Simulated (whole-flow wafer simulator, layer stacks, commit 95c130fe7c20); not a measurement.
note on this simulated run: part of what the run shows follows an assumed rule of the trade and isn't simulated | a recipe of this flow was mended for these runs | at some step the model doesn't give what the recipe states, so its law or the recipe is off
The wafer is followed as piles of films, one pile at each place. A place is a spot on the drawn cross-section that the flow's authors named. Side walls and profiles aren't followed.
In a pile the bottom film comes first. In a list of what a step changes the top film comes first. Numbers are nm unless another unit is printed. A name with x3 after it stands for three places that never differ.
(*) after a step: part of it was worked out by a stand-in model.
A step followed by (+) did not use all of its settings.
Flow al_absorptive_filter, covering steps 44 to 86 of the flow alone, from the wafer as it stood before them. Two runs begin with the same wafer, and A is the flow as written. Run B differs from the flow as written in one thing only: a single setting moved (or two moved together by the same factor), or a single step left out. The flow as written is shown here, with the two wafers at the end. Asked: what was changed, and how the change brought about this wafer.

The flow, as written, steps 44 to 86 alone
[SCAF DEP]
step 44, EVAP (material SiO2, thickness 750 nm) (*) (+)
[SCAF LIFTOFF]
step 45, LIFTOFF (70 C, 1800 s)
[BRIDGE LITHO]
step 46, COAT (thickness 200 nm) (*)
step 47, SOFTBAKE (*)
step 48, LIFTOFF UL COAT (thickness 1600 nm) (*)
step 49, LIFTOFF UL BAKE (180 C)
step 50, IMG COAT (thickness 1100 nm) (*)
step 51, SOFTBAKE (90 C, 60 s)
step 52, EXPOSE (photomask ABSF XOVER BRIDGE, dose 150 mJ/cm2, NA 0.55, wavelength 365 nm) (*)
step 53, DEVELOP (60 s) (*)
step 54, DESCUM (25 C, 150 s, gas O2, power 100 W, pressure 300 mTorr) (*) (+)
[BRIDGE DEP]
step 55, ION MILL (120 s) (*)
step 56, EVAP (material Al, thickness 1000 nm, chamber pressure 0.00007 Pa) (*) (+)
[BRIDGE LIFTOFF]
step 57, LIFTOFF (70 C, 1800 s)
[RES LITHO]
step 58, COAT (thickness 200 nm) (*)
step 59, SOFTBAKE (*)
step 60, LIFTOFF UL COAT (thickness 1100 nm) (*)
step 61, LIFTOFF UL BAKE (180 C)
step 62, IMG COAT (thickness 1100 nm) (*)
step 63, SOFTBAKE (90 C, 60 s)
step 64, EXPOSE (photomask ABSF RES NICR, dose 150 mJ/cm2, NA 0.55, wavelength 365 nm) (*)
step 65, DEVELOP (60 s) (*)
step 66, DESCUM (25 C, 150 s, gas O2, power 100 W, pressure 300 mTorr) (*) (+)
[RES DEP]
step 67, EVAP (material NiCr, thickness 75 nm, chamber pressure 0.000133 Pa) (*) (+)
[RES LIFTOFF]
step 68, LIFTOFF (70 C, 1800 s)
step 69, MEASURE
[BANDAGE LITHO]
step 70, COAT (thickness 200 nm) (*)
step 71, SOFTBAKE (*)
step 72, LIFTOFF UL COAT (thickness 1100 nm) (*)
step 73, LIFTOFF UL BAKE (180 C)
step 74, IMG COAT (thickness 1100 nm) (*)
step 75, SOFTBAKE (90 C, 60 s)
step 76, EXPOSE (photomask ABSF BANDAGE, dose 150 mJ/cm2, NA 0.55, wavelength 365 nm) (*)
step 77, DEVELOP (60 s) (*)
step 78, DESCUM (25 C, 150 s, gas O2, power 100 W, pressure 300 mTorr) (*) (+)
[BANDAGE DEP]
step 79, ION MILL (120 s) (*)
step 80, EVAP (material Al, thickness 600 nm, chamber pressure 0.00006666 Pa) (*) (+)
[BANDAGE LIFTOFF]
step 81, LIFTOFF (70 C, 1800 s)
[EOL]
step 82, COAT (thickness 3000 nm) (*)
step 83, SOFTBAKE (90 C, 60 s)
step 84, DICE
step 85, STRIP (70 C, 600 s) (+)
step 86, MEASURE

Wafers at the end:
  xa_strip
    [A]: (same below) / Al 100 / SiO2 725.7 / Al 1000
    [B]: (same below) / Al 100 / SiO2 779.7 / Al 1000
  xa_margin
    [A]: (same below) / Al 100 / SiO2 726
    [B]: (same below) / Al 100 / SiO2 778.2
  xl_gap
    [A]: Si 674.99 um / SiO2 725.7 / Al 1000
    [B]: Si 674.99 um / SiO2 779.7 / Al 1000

Cause: step 44, EVAP: thickness 804 nm was run, while the flow as written has thickness 750 nm.

Step by step, how the change led to this:
  step 44, EVAP (material SiO2, thickness 750 nm) (*) (+)
      gnd, pad_far, pad_near and 10 more: A SiO2 gains 750 (new film) | B SiO2 gains 804 (new film)
      xa_margin: A SiO2 gains 726 (new film) | B SiO2 gains 778.2 (new film)
  step 45, LIFTOFF (70 C, 1800 s)
      gnd, xa_field, xl_land, idc_field: A SiO2 loses 750 (all of it), i-line-resist loses 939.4 (all of it), lift-off-underlayer loses 1100 (all of it), acrylic-e-beam-resist loses 200 (all of it) | B SiO2 loses 804 (all of it), i-line-resist loses 939.4 (all of it), lift-off-underlayer loses 1100 (all of it), acrylic-e-beam-resist loses 200 (all of it)
      pad_far: A SiO2 loses 750 (all of it), i-line-resist loses 937 (all of it), lift-off-underlayer loses 1092.7 (all of it), acrylic-e-beam-resist loses 198.5 (all of it) | B SiO2 loses 804 (all of it), i-line-resist loses 937 (all of it), lift-off-underlayer loses 1092.7 (all of it), acrylic-e-beam-resist loses 198.5 (all of it)
      (also at 5 further places)
  step 46, COAT (thickness 200 nm) (*)
      xa_strip: A acrylic-e-beam-resist gains 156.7 (new film) | B acrylic-e-beam-resist gains 152.3 (new film)
      xl_gap: A acrylic-e-beam-resist gains 97.9 (new film) | B acrylic-e-beam-resist gains 94.3 (new film)
      (also at 1 further place)
  step 48, LIFTOFF UL COAT (thickness 1600 nm) (*)
      xa_margin: A lift-off-underlayer gains 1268 (new film) | B lift-off-underlayer gains 1241.5 (new film)
      xl_gap: A lift-off-underlayer gains 1316.9 (new film) | B lift-off-underlayer gains 1290.4 (new film)
  step 53, DEVELOP (60 s) (*)
      xl_gap: A i-line-resist loses 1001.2 (all of it), lift-off-underlayer loses 1316.9 (all of it) | B i-line-resist loses 991.6 (all of it), lift-off-underlayer loses 1290.4 (all of it)
  step 54, DESCUM (25 C, 150 s, gas O2, power 100 W, pressure 300 mTorr) (*) (+)
      xa_strip: A acrylic-e-beam-resist loses 156.7 (all of it) | B acrylic-e-beam-resist loses 152.3 (all of it)
      xl_gap: A acrylic-e-beam-resist loses 97.9 (all of it) | B acrylic-e-beam-resist loses 94.3 (all of it)
      (also at 1 further place)
  step 57, LIFTOFF (70 C, 1800 s)
      xa_margin: A Al loses 1000 (all of it), i-line-resist loses 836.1 (all of it), lift-off-underlayer loses 1268 (all of it), acrylic-e-beam-resist loses 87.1 (all of it) | B Al loses 1000 (all of it), i-line-resist loses 825.6 (all of it), lift-off-underlayer loses 1241.5 (all of it), acrylic-e-beam-resist loses 85.5 (all of it)
  step 58, COAT (thickness 200 nm) (*)
      xa_margin: A acrylic-e-beam-resist gains 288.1 (new film) | B acrylic-e-beam-resist gains 279.7 (new film)
      xa_strip: A acrylic-e-beam-resist gains 66.9 (new film) | B acrylic-e-beam-resist gains 64.4 (new film)
      (also at 2 further places)
  step 60, LIFTOFF UL COAT (thickness 1100 nm) (*)
      xa_strip: A lift-off-underlayer gains 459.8 (new film) | B lift-off-underlayer gains 449 (new film)
      xl_gap: A lift-off-underlayer gains 831.4 (new film) | B lift-off-underlayer gains 808.6 (new film)
      (also at 1 further place)
  step 62, IMG COAT (thickness 1100 nm) (*)
      xa_margin: A i-line-resist gains 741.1 (new film) | B i-line-resist gains 726.2 (new film)
      xa_strip: A i-line-resist gains 577.9 (new film) | B i-line-resist gains 558 (new film)
  step 68, LIFTOFF (70 C, 1800 s)
      xa_margin: A NiCr loses 75 (all of it), i-line-resist loses 598.1 (all of it), lift-off-underlayer loses 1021 (all of it), acrylic-e-beam-resist loses 288.1 (all of it) | B NiCr loses 75 (all of it), i-line-resist loses 583.1 (all of it), lift-off-underlayer loses 1010 (all of it), acrylic-e-beam-resist loses 279.7 (all of it)
      xa_strip: A NiCr loses 75 (all of it), i-line-resist loses 433.3 (all of it), lift-off-underlayer loses 459.8 (all of it), acrylic-e-beam-resist loses 66.9 (all of it) | B NiCr loses 75 (all of it), i-line-resist loses 413.5 (all of it), lift-off-underlayer loses 449 (all of it), acrylic-e-beam-resist loses 64.4 (all of it)
      (also at 2 further places)
  step 70, COAT (thickness 200 nm) (*)
      xa_margin: A acrylic-e-beam-resist gains 288.1 (new film) | B acrylic-e-beam-resist gains 279.7 (new film)
      xa_strip: A acrylic-e-beam-resist gains 66.9 (new film) | B acrylic-e-beam-resist gains 64.4 (new film)
      (also at 2 further places)
  step 72, LIFTOFF UL COAT (thickness 1100 nm) (*)
      xa_strip: A lift-off-underlayer gains 459.8 (new film) | B lift-off-underlayer gains 449 (new film)
      xl_gap: A lift-off-underlayer gains 837.4 (new film) | B lift-off-underlayer gains 815 (new film)
  step 74, IMG COAT (thickness 1100 nm) (*)
      xa_margin: A i-line-resist gains 741.1 (new film) | B i-line-resist gains 726.2 (new film)
      xa_strip: A i-line-resist gains 577.9 (new film) | B i-line-resist gains 558 (new film)
  step 81, LIFTOFF (70 C, 1800 s)
      xa_margin: A Al loses 600 (all of it), i-line-resist loses 604.4 (all of it), lift-off-underlayer loses 1021 (all of it), acrylic-e-beam-resist loses 288.1 (all of it) | B Al loses 600 (all of it), i-line-resist loses 589.4 (all of it), lift-off-underlayer loses 1010 (all of it), acrylic-e-beam-resist loses 279.7 (all of it)
      xa_strip: A Al loses 600 (all of it), i-line-resist loses 439.6 (all of it), lift-off-underlayer loses 459.8 (all of it), acrylic-e-beam-resist loses 66.9 (all of it) | B Al loses 600 (all of it), i-line-resist loses 419.8 (all of it), lift-off-underlayer loses 449 (all of it), acrylic-e-beam-resist loses 64.4 (all of it)
      (also at 2 further places)
  step 82, COAT (thickness 3000 nm) (*)
      xa_strip: A i-line-resist gains 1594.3 (new film) | B i-line-resist gains 1555.1 (new film)
  ... and 1 more step ...
  step 85, STRIP (70 C, 600 s) (+)
      xa_strip: A i-line-resist loses 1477 (all of it) | B i-line-resist loses 1433.6 (all of it)
